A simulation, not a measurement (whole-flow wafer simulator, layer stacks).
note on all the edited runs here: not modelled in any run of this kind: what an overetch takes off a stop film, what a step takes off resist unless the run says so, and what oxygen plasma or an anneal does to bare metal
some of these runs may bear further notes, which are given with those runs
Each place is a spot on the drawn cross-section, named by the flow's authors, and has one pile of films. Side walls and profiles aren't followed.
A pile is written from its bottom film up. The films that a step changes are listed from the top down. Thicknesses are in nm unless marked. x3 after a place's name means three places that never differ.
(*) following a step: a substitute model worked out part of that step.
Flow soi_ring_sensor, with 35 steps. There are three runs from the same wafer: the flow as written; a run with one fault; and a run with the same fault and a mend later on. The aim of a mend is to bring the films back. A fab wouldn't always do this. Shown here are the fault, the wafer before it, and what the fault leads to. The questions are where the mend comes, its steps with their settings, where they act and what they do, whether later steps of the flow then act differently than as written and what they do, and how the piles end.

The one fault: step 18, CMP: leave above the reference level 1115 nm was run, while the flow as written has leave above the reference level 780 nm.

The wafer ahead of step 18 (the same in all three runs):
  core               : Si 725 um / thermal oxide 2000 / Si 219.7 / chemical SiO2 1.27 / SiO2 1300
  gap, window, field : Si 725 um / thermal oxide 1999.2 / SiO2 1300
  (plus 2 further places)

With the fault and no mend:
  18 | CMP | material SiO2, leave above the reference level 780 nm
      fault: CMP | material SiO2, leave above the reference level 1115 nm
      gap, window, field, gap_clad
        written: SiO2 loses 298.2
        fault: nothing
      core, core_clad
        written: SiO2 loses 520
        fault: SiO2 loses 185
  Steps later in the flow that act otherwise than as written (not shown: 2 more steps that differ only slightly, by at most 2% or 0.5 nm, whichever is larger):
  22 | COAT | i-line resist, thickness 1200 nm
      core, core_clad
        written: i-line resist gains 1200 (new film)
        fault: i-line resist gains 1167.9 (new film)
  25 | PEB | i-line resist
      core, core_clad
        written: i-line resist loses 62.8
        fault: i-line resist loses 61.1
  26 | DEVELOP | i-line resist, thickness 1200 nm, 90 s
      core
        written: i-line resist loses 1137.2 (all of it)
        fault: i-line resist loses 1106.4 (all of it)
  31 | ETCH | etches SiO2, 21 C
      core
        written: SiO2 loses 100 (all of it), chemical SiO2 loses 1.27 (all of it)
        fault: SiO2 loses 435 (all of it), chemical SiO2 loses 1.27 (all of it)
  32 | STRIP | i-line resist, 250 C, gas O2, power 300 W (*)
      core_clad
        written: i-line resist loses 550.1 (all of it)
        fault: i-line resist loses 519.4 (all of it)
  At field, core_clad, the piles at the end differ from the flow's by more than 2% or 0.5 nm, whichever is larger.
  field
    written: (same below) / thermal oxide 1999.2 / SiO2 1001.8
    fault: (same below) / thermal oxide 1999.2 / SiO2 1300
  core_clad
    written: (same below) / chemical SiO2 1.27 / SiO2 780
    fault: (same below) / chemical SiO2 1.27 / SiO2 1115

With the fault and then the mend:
  The mend stands after step 19.
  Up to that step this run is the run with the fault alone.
  19a | CMP | material SiO2, leave above the reference level 780 nm (the flow's step 18 again)
      gap, window, field, gap_clad
        SiO2 loses 298.2
      core, core_clad
        SiO2 loses 335
  Every later step of the flow that is run acts as written at every place that is followed.
  By the end, the piles equal the flow's at every place that both follow.
